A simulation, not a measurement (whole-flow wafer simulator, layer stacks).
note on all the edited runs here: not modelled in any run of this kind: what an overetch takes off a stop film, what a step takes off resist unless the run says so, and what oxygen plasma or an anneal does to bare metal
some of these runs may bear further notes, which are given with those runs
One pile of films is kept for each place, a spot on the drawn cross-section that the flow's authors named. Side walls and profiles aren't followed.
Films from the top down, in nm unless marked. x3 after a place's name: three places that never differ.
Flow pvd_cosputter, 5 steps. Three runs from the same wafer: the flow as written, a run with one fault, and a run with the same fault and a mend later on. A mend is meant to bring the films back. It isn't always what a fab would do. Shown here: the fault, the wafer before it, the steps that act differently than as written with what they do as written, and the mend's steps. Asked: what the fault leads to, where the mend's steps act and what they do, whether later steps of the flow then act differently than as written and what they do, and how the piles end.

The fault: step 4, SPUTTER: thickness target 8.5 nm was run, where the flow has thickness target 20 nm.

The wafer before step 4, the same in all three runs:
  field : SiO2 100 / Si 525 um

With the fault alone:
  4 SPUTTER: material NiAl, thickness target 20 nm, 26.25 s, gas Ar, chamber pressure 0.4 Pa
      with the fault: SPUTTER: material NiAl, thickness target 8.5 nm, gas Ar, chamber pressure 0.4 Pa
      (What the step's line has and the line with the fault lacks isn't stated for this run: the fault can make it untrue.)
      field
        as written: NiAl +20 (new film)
        with the fault: NiAl +8.5 (new film)
  No later step of the flow acts differently than as written at any place that is followed.
  At the end the piles differ from the flow's by more than 2% or 0.5 nm, whichever is larger, at field.
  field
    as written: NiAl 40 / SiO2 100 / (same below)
    with the fault: NiAl 28.5 / SiO2 100 / (same below)

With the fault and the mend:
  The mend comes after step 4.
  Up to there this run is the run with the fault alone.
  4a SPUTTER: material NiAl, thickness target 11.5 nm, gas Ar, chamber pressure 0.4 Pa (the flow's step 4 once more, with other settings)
      field
        NiAl +11.5
  No later step of the flow acts differently than as written at any place that is followed.
  At the end the piles are the same as the flow's at every place that both follow.
